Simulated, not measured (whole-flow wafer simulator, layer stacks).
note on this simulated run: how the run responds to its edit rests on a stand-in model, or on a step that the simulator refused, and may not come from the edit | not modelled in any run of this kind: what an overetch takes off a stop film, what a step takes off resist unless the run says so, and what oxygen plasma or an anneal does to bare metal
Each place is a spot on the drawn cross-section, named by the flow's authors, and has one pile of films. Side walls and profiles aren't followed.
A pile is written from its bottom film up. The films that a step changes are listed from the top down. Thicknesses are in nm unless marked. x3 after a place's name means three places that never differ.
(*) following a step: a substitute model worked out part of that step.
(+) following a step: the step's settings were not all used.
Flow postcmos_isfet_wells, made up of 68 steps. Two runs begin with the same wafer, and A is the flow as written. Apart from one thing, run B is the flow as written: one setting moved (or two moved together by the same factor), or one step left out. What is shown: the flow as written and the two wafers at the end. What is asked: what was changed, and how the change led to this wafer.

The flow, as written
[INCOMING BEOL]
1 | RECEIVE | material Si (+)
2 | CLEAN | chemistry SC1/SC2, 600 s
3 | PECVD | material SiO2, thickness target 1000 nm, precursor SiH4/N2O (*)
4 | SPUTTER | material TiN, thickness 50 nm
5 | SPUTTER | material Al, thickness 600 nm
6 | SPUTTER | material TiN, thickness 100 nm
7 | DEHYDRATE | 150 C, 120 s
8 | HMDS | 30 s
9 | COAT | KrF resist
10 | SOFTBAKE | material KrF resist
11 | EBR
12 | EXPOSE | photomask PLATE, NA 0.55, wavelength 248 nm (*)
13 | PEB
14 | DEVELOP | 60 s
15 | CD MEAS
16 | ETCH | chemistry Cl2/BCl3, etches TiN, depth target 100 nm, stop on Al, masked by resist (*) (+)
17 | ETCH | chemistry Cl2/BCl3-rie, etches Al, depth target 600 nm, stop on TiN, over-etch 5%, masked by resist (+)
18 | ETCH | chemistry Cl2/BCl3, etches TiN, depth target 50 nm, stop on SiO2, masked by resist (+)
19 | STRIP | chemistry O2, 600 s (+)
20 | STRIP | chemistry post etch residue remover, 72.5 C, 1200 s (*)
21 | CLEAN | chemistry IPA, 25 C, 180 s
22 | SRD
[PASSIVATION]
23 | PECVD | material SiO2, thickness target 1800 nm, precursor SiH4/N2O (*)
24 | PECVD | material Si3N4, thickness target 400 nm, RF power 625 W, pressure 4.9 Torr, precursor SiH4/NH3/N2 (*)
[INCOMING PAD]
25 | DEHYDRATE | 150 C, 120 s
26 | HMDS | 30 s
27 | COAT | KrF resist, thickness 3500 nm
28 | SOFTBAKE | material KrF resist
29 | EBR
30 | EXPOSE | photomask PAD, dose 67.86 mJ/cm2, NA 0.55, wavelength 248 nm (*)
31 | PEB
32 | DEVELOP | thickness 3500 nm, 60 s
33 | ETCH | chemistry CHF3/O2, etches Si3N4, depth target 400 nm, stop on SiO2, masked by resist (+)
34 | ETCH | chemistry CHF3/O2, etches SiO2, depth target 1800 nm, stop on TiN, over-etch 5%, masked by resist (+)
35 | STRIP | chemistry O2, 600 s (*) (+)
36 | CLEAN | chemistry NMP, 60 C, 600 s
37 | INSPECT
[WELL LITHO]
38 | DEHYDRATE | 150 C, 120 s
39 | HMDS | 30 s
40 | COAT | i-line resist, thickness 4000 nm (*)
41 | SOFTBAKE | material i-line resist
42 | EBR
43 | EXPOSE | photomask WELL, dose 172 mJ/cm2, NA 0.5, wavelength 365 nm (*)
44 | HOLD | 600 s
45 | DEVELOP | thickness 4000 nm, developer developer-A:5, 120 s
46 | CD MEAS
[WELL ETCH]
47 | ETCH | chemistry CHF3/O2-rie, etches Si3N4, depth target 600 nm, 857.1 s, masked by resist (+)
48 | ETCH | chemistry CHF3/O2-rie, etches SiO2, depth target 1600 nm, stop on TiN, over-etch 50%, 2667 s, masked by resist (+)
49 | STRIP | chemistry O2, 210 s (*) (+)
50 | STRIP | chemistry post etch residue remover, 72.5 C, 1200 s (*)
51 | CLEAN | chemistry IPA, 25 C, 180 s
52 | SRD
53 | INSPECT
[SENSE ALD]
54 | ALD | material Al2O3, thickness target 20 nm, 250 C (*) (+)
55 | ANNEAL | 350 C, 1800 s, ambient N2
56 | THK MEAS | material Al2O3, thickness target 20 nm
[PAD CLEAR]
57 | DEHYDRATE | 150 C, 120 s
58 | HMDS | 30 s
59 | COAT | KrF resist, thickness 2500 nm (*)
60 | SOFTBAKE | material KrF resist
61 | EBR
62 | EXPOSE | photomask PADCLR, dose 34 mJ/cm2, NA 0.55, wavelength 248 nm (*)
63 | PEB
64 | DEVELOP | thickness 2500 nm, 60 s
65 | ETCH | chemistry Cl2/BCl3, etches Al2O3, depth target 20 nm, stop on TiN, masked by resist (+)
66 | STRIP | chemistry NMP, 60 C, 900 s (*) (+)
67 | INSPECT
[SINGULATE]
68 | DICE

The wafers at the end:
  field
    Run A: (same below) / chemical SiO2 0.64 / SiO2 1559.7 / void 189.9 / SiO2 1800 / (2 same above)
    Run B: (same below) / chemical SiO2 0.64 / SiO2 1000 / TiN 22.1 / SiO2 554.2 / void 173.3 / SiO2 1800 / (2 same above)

What caused this: step 18, ETCH: depth target 27.5 nm was run, while the flow as written has depth target 50 nm.

The path from the change to this, step by step:
  18 | ETCH | chemistry Cl2/BCl3, etches TiN, depth target 50 nm, stop on SiO2, masked by resist (+)
      field: A TiN loses 50 (all of it) | B TiN loses 27.5
      margin, well900, well1300 x3, pad_rim, pad_clr, pad_open: A KrF resist loses 20 | B KrF resist loses 11
  23 | PECVD | material SiO2, thickness target 1800 nm, precursor SiH4/N2O (*)
      field: A SiO2 gains 1800 (new film), void gains 189.9 (new film), SiO2 gains 559.7 | B SiO2 gains 1800 (new film), void gains 173.3 (new film), SiO2 gains 554.2 (new film)
With metal films that touch counted as one body, field has 1 body; the flow as written gives 0 bodies.
